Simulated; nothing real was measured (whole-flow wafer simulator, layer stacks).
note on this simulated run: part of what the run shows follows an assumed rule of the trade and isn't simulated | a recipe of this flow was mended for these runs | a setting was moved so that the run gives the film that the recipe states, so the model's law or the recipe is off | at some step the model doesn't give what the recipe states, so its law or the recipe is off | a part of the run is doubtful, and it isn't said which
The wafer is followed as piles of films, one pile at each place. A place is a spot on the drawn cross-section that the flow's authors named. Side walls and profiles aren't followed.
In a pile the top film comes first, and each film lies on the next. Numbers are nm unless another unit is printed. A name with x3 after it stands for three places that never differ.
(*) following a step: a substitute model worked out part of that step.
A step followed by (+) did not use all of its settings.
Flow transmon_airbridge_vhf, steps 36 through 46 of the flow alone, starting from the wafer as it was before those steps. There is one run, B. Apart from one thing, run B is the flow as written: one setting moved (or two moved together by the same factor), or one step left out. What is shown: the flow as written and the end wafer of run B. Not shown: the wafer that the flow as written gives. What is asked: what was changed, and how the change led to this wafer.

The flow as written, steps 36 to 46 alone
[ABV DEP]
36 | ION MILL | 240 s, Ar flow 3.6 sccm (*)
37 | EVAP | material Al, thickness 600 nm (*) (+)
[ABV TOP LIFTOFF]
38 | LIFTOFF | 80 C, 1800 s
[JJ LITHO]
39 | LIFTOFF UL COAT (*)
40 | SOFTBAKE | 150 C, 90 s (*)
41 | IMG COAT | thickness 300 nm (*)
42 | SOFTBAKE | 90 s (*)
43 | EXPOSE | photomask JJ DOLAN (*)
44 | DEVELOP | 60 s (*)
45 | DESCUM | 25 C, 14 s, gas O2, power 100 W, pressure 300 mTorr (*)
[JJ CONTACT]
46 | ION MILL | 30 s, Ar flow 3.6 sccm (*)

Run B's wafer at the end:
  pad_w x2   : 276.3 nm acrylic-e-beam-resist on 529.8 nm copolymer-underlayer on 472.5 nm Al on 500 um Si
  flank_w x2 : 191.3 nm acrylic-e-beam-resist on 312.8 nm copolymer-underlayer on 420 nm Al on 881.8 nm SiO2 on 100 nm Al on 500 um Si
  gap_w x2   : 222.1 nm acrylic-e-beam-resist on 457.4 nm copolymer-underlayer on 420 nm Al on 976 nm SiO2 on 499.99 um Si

What caused this: step 37, EVAP: thickness 420 nm was run, whereas the flow has thickness 600 nm.
The wafer lets one read it off: flank_w x2 has Al 420, and step 37 as written asks for 600 nm.

The path from the change to this, step by step:
  37 | EVAP | material Al, thickness 600 nm (*) (+)
      field x3, jj_line, ground_far and 10 more: +420 Al (new film) (in the flow as written it would be: +600 Al (new film))
      pad_w x2: +413.8 Al (in the flow as written it would be: +591.1 Al)
  38 | LIFTOFF | 80 C, 1800 s
      field x3, jj_line, trace_open_s x2: -420 Al (all of it), -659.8 i-line-resist (all of it), -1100 lift-off-underlayer (all of it), -240 acrylic-e-beam-resist (all of it) (in the flow as written it would be: -600 Al (all of it), -659.8 i-line-resist (all of it), -1100 lift-off-underlayer (all of it), -240 acrylic-e-beam-resist (all of it))
      margin_s, margin_n: -420 Al (all of it), -378.2 i-line-resist (all of it), -823.4 lift-off-underlayer (all of it), -168.6 acrylic-e-beam-resist (all of it) (in the flow as written it would be: -600 Al (all of it), -378.2 i-line-resist (all of it), -823.4 lift-off-underlayer (all of it), -168.6 acrylic-e-beam-resist (all of it))
      (and at 1 other place as well)
  39 | LIFTOFF UL COAT (*)
      pad_w x2: +529.8 copolymer-underlayer (new film) (in the flow as written it would be: +513.6 copolymer-underlayer (new film))
      margin_s, margin_n: +430.7 copolymer-underlayer (new film) (in the flow as written it would be: +446.3 copolymer-underlayer (new film))
      (and at 1 other place as well)
  41 | IMG COAT | thickness 300 nm (*)
      pad_w x2: +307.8 acrylic-e-beam-resist (new film) (in the flow as written it would be: +300.2 acrylic-e-beam-resist (new film))
      flank_w x2: +222.8 acrylic-e-beam-resist (new film) (in the flow as written it would be: +217.1 acrylic-e-beam-resist (new film))
      (and at 4 other places as well)
